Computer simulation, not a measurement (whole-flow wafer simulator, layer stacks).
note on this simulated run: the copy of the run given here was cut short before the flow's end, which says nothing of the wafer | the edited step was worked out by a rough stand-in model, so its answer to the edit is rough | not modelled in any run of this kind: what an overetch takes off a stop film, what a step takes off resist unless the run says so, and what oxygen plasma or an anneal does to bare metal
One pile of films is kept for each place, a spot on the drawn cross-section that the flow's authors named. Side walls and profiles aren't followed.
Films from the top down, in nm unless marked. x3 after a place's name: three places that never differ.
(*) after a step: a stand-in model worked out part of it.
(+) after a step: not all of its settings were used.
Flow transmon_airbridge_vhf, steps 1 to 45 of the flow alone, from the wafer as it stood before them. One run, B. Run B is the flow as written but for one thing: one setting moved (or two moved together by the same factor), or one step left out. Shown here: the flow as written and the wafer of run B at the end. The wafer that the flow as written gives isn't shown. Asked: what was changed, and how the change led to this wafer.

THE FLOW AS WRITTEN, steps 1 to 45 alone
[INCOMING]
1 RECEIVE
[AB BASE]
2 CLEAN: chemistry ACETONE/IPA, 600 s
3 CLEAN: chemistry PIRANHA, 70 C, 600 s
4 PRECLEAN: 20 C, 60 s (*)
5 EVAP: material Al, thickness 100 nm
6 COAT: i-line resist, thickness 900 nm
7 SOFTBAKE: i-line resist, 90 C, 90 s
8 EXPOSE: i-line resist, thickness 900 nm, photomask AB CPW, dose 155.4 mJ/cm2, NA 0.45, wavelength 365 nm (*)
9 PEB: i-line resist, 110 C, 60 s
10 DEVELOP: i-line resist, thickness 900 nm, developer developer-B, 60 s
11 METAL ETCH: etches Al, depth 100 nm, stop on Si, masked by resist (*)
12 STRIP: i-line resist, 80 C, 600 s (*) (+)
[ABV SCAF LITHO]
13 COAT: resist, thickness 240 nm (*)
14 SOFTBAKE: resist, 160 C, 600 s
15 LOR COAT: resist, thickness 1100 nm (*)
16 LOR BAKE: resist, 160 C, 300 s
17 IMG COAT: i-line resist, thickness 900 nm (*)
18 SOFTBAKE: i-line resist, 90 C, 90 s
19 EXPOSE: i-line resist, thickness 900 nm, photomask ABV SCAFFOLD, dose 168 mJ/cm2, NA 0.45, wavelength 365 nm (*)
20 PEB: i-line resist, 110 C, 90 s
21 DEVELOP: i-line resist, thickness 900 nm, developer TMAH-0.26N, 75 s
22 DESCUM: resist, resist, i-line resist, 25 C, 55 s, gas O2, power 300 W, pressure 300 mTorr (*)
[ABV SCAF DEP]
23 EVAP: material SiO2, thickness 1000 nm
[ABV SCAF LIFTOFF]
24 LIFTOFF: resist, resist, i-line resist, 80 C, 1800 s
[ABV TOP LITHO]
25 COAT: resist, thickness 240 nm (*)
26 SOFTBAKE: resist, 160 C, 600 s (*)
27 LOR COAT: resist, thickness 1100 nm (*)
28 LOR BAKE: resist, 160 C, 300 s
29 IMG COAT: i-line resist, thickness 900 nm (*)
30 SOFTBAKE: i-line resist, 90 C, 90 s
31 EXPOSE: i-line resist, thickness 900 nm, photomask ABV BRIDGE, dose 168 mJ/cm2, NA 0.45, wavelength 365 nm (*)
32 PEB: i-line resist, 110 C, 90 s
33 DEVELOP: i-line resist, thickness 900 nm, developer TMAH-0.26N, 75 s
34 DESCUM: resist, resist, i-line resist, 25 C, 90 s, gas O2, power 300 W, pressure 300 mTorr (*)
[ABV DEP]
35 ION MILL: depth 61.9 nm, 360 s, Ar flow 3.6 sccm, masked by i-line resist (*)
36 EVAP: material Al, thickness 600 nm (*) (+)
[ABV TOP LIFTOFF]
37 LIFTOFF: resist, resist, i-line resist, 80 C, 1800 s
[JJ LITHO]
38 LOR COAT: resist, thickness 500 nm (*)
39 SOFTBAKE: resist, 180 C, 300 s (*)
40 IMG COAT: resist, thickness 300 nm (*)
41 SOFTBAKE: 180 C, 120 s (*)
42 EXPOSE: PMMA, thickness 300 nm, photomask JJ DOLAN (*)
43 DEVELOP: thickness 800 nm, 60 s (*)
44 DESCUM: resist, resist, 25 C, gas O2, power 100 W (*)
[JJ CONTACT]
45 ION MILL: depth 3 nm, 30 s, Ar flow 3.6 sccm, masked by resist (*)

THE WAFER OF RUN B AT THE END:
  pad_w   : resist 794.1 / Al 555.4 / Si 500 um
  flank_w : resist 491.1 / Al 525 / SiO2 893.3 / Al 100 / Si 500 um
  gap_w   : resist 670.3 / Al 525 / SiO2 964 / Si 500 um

The cause: step 36, EVAP: thickness 525 nm was run, where the flow has thickness 600 nm.
It can be read off the wafer: flank_w has Al 525, and step 36 as written asks for 600 nm.

How the change led to this, step by step:
  36 EVAP: material Al, thickness 600 nm (*) (+)
      field x3, jj_line, ground_far and 10 more: Al +525 (new film) (as written it would be: Al +600 (new film))
      pad_w, pad_e: Al +517.3 (as written it would be: Al +591.2)
  37 LIFTOFF: resist, resist, i-line resist, 80 C, 1800 s
      field x3, jj_line, trace_open_s x2: Al -525 (all of it), i-line resist -600 (all of it), resist -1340 (all of it) (as written it would be: Al -600 (all of it), i-line resist -600 (all of it), resist -1340 (all of it))
      margin_s, margin_n: Al -525 (all of it), i-line resist -318.3 (all of it), resist -992 (all of it) (as written it would be: Al -600 (all of it), i-line resist -318.3 (all of it), resist -992 (all of it))
      (and at 1 more place)
  38 LOR COAT: resist, thickness 500 nm (*)
      bridge_strip: resist +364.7 (new film) (as written it would be: resist +356.4 (new film))
  40 IMG COAT: resist, thickness 300 nm (*)
      bridge_strip: resist +201.5 (as written it would be: resist +197.1)
